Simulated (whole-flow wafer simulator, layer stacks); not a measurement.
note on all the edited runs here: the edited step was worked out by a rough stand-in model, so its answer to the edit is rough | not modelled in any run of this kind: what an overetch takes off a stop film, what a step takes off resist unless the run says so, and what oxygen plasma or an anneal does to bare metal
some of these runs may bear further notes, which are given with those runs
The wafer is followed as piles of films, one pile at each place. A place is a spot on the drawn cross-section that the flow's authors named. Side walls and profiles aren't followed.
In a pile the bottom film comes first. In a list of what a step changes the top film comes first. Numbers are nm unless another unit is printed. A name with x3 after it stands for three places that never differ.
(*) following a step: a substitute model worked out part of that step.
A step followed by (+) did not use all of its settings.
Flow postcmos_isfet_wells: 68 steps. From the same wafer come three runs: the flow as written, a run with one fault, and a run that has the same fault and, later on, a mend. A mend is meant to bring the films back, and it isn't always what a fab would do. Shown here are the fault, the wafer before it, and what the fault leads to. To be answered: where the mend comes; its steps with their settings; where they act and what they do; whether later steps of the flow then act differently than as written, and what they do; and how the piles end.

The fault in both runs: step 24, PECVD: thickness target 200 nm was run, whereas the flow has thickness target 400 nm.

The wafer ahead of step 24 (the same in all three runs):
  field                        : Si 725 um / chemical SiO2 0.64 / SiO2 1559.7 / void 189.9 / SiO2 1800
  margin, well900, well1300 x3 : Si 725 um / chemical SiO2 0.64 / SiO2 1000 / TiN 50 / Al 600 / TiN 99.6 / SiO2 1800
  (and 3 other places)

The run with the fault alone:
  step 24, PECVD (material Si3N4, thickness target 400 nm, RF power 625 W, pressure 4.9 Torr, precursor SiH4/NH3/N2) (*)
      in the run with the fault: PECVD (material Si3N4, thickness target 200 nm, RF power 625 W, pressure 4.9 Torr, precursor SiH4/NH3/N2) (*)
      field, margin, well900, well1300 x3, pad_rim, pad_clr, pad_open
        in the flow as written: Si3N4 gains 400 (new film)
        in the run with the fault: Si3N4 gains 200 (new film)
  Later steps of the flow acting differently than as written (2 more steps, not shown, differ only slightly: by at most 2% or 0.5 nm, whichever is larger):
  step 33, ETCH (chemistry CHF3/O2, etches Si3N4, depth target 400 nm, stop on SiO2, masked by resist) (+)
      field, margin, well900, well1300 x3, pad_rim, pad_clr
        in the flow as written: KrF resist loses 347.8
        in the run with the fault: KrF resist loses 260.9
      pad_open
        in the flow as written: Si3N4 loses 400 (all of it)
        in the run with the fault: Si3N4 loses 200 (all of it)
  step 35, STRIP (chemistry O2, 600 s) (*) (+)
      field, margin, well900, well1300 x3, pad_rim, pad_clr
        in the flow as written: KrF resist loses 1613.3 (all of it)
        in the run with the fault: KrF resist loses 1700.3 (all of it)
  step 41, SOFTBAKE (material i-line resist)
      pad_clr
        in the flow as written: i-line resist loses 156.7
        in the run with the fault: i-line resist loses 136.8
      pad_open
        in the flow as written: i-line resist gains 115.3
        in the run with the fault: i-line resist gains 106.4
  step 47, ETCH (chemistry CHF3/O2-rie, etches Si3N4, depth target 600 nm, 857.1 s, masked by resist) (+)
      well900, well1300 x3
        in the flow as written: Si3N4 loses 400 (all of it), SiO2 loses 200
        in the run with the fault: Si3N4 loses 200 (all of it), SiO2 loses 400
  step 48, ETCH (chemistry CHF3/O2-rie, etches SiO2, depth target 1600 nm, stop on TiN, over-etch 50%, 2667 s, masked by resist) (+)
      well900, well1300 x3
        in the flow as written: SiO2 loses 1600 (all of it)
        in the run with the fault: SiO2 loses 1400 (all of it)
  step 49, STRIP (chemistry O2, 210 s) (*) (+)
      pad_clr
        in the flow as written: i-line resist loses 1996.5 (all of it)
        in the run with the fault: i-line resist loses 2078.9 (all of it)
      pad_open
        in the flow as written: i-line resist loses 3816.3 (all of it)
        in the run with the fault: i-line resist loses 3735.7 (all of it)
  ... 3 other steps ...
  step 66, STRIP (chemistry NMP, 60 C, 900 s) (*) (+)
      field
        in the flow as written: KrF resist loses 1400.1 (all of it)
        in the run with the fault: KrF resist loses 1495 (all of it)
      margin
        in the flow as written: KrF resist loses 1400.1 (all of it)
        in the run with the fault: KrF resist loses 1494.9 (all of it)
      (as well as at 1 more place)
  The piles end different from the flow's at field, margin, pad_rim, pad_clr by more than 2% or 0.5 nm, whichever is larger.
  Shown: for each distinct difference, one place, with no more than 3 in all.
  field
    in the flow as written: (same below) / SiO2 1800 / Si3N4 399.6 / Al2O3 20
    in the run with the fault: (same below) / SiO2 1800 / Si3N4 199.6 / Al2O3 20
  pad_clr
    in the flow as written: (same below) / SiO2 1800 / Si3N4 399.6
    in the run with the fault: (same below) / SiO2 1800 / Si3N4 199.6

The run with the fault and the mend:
  The mend stands after step 24.
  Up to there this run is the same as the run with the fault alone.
  step 24a, PECVD (material Si3N4, thickness target 200 nm, RF power 625 W, pressure 4.9 Torr, precursor SiH4/NH3/N2) (*) (the flow's step 24 again, with other settings)
      field, margin, well900, well1300 x3, pad_rim, pad_clr, pad_open
        Si3N4 gains 200
  Later steps of the flow that are run all act as written at every place that is followed.
  By the end, the piles equal the flow's at every place that both follow.
